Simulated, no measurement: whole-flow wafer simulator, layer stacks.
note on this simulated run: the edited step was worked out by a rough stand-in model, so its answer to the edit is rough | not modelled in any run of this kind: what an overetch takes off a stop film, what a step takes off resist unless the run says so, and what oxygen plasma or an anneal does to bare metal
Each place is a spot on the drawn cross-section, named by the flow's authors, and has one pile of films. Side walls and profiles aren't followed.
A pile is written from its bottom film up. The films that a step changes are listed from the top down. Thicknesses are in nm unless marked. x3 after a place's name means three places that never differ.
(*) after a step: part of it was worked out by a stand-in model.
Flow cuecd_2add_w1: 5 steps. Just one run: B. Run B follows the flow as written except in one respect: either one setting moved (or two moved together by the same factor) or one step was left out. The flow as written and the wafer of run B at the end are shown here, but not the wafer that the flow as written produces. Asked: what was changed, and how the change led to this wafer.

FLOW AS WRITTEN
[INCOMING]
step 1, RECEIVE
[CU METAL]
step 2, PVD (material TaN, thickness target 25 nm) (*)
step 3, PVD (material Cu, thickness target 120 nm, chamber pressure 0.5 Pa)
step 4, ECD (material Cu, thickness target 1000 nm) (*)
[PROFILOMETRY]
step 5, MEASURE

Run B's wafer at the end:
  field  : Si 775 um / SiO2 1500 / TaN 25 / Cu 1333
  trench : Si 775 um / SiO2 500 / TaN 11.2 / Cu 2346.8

What caused this: step 4, ECD: thickness target 1213 nm was run, though the flow has thickness target 1000 nm.

Step by step, how the change led to this:
  step 4, ECD (material Cu, thickness target 1000 nm) (*)
      field: +1213 Cu (as written it would have been: +1000 Cu)
      trench: +2293.2 Cu (as written it would have been: +2080.2 Cu)
